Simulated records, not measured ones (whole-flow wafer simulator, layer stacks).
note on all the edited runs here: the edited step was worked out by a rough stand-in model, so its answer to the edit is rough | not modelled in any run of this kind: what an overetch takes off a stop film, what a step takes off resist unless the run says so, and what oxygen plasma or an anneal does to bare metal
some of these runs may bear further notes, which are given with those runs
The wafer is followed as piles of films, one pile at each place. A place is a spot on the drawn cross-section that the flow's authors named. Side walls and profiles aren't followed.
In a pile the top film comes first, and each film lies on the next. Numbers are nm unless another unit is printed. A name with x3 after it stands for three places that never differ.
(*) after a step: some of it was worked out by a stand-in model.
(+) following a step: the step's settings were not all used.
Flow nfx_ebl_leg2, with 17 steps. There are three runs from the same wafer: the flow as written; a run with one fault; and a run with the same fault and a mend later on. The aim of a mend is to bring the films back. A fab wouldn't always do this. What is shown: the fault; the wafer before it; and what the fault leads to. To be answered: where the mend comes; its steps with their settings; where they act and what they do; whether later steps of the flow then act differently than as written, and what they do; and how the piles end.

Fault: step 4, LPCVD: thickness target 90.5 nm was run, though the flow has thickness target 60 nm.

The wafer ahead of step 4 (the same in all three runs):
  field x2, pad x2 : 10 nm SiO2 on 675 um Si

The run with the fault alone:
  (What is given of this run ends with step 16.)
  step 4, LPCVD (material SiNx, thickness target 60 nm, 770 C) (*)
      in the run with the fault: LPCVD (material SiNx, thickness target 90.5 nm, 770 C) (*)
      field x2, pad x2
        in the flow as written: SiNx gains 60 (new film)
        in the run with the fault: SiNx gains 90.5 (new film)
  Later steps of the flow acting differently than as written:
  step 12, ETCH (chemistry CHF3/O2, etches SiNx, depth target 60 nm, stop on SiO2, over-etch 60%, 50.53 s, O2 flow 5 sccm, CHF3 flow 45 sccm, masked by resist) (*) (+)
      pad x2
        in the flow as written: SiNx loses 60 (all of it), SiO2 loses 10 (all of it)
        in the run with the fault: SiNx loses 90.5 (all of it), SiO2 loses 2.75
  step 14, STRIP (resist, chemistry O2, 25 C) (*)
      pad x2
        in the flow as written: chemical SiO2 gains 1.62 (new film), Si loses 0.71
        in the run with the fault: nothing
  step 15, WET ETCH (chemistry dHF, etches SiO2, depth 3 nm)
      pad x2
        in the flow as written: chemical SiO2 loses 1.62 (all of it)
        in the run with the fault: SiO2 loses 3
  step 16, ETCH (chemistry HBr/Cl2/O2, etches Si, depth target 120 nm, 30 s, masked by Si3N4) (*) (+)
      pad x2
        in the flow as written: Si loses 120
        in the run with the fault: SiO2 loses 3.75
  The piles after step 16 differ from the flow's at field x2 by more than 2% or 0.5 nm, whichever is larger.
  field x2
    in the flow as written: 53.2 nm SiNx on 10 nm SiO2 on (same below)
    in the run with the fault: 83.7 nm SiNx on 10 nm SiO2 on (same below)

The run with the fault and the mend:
  The mend follows step 5.
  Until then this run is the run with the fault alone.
  step 5a, ETCH (chemistry h3po4, depth target 104.1 nm)
      field x2, pad x2
        SiNx loses 90.5 (all of it)
  step 5b, CLEAN (chemistry SC1/SC2) (the flow's step 2, run once more)
      leaves every film unchanged at each place that is followed
  step 5c, LPCVD (material SiNx, thickness target 60 nm, 770 C) (*) (the flow's step 4, run once more)
      field x2, pad x2
        SiNx gains 60 (new film)
  Later steps of the flow that are run all act as written at every place that is followed.
  At every place that both follow, the piles at the end match the flow's.
